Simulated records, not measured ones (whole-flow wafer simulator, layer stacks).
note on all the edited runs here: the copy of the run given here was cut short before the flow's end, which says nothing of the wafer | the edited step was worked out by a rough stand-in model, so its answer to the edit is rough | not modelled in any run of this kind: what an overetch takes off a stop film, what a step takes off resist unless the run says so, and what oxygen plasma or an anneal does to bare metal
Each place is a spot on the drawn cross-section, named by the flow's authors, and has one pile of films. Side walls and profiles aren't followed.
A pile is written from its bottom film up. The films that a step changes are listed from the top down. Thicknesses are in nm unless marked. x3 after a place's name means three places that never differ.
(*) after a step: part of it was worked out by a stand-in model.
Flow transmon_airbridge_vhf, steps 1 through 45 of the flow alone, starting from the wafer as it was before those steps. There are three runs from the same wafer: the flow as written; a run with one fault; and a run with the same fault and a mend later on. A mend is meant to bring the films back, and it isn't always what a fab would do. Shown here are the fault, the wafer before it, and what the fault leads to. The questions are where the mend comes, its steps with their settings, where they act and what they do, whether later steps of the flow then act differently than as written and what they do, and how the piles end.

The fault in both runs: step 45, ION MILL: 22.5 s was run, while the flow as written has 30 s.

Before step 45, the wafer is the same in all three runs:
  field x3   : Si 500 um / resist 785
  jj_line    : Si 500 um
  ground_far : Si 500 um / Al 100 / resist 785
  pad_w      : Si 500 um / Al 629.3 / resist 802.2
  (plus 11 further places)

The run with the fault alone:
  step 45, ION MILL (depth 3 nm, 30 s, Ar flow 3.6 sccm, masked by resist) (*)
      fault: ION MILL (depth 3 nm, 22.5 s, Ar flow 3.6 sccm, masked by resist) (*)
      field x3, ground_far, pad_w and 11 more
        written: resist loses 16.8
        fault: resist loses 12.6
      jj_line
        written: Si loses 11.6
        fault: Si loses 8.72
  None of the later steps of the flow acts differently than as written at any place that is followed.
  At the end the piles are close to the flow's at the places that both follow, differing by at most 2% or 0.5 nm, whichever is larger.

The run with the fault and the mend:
  The mend stands after step 45.
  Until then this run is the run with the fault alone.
  step 45a, ION MILL (depth 3 nm, 7.5 s, Ar flow 3.6 sccm, masked by resist) (*) (a further turn of the flow's step 45, with different settings)
      field x3, ground_far, pad_w and 11 more
        resist loses 4.2
      jj_line
        Si loses 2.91
  None of the later steps of the flow acts differently than as written at any place that is followed.
  At every place that both follow, the piles at the end match the flow's.
